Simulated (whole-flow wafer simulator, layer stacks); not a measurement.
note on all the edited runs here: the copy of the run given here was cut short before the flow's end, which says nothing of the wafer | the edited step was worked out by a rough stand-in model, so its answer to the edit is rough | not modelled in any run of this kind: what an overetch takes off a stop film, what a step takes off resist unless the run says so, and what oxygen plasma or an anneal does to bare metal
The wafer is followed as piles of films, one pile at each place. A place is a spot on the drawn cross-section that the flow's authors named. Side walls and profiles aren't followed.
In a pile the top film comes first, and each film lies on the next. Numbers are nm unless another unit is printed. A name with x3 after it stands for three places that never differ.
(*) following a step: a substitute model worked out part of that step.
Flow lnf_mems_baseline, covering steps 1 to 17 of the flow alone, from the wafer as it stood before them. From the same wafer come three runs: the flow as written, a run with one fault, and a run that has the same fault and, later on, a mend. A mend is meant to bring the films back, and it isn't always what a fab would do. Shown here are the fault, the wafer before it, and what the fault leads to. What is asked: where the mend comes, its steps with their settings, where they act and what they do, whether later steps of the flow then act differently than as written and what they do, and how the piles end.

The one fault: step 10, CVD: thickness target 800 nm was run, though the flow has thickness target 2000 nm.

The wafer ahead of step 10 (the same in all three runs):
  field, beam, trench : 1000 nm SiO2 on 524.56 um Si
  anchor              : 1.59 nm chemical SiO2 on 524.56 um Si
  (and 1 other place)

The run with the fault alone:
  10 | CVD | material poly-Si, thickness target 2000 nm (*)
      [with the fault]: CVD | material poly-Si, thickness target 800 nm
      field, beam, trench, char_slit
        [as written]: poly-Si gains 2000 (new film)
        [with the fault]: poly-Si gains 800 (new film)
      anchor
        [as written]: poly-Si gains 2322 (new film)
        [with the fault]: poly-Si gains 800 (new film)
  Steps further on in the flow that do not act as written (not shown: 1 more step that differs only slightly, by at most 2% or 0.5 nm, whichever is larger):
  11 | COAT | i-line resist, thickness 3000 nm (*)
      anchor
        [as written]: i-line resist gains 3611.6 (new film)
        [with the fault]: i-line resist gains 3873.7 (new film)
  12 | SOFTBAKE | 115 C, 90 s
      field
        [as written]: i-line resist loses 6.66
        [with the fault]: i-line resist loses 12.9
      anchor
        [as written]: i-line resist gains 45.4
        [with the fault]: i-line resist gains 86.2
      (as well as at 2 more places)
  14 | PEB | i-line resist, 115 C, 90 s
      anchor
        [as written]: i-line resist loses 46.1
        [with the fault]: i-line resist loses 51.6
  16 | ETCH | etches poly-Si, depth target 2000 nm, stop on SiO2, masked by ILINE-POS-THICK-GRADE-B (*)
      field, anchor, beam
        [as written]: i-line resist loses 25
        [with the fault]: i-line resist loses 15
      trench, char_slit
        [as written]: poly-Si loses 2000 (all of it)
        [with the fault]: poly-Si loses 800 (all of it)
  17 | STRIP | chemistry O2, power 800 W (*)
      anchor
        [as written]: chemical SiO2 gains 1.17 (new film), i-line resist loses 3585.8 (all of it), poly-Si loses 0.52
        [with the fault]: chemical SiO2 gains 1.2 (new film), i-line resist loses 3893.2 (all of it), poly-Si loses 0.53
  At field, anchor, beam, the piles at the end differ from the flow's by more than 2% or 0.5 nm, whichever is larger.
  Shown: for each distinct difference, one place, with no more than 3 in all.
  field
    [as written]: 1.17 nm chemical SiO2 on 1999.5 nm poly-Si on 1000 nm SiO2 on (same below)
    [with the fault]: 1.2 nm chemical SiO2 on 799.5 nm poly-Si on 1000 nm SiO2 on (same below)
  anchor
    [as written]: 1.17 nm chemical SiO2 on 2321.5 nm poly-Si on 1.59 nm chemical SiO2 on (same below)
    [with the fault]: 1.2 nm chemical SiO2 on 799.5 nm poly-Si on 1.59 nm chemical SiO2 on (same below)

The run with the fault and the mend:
  The mend stands after step 10.
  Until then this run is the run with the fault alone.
  10a | CVD | material poly-Si, thickness target 1200 nm (*) (the flow's step 10 again, with other settings)
      field, beam, trench, char_slit
        poly-Si gains 1200
      anchor
        poly-Si gains 1520.9
  Later steps of the flow that are run all act as written at every place that is followed, up to a difference of at most 2% or 0.5 nm, whichever is larger.
  The piles end only slightly different from the flow's at the places that both follow, by no more than 2% or 0.5 nm, whichever is larger.
